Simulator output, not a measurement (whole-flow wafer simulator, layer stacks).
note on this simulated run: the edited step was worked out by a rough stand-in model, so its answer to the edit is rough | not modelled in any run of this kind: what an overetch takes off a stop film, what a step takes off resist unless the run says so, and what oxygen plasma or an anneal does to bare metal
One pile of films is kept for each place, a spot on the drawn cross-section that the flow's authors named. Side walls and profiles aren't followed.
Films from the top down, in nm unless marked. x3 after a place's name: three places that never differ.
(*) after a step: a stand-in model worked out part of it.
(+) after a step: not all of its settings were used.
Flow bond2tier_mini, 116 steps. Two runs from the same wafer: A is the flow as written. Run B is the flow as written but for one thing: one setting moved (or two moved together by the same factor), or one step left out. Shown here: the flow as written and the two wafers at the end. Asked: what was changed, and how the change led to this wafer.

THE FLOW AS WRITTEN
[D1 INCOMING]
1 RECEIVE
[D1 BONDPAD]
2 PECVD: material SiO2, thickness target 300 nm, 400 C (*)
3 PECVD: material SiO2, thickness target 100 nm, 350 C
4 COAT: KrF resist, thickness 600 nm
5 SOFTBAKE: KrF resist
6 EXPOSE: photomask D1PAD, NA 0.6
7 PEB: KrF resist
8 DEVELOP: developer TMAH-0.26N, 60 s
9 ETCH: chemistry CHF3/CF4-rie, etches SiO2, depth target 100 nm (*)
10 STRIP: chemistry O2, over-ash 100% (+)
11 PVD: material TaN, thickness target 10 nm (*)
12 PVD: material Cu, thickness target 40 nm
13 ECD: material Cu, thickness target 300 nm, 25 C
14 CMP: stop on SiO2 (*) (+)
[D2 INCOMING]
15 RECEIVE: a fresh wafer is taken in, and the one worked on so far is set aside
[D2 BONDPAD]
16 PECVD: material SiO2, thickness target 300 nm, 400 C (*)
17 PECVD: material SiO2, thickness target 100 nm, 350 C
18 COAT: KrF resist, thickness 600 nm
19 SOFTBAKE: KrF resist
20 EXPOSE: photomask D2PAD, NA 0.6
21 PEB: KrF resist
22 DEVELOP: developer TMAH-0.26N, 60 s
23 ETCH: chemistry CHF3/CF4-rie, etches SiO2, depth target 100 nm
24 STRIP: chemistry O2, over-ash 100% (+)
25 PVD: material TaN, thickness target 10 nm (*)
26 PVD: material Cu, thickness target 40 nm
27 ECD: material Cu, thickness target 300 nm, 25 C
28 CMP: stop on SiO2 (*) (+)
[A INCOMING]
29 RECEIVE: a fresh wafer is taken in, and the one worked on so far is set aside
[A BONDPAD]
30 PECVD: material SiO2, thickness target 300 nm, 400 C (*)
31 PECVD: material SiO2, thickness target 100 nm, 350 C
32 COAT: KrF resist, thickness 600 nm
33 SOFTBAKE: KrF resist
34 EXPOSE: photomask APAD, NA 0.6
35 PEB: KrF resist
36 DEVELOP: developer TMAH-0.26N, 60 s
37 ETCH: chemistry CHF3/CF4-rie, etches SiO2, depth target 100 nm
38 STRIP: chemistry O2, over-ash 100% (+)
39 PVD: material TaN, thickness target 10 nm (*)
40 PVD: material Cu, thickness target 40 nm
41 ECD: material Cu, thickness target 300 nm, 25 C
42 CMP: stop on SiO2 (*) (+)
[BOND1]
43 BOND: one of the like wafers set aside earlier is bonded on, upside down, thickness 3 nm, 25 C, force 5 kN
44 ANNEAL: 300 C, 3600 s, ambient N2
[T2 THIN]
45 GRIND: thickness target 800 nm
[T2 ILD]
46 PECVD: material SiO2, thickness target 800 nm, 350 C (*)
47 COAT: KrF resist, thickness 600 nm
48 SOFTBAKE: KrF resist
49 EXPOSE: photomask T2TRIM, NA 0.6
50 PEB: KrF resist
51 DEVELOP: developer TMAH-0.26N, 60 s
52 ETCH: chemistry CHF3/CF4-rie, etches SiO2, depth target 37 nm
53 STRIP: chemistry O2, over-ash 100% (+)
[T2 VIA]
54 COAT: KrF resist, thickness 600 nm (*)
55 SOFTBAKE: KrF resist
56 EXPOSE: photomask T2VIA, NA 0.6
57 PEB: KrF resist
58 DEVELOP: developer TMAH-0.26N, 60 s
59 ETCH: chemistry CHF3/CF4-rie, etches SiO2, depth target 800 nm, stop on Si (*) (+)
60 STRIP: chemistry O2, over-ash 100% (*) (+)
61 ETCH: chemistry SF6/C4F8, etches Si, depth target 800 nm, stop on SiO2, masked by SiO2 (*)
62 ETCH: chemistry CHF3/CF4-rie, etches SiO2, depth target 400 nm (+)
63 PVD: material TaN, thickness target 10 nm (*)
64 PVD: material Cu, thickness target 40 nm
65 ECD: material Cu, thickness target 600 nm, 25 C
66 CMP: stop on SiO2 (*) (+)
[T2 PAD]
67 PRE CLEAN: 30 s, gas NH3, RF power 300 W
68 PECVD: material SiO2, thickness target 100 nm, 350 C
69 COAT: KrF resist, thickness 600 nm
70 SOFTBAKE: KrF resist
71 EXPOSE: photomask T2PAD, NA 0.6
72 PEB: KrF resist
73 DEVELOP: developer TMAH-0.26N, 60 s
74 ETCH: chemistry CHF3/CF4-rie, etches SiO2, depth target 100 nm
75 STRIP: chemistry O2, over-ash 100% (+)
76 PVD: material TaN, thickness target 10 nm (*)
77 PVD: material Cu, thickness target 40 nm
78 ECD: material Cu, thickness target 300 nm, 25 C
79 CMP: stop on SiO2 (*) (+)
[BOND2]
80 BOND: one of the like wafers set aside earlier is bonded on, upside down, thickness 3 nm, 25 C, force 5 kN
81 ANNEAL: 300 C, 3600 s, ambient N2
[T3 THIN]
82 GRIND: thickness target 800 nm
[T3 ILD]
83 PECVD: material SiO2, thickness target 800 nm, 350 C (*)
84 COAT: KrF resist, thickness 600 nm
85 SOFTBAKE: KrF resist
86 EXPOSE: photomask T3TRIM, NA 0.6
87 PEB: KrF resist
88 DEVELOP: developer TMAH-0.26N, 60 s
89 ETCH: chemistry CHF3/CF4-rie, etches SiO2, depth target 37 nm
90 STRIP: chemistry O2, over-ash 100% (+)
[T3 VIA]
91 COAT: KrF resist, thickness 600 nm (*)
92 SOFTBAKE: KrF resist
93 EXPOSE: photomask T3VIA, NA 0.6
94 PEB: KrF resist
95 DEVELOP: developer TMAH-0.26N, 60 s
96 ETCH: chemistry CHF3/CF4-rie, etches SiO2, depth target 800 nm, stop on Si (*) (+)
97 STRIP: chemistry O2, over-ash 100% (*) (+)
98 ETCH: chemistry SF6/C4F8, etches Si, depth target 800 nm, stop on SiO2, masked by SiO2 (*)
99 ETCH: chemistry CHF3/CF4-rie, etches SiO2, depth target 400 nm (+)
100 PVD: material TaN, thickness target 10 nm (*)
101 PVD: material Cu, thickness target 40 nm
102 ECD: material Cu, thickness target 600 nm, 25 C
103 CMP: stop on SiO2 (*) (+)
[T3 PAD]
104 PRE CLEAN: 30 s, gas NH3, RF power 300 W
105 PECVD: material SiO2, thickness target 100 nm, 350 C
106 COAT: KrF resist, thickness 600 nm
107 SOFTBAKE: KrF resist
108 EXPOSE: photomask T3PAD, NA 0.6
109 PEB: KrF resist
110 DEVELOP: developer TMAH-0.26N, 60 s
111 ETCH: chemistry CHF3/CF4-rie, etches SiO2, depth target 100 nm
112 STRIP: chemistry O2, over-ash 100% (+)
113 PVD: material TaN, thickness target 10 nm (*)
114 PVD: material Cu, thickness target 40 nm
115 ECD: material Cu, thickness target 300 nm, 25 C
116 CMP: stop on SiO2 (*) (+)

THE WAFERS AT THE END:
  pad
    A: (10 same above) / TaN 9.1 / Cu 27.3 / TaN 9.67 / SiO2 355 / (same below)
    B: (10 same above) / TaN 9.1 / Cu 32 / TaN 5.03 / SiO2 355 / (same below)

The cause: step 63, PVD: thickness target 5.2 nm was run, where the flow has thickness target 10 nm.

How the change led to this, step by step:
  63 PVD: material TaN, thickness target 10 nm (*)
      field: A TaN +10 (new film) | B TaN +5.2 (new film)
      pad: A TaN +9.67 (new film) | B TaN +5.03 (new film)
  66 CMP: stop on SiO2 (*) (+)
      field: A Cu -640 (all of it), TaN -10 (all of it) | B Cu -640 (all of it), TaN -5.2 (all of it)
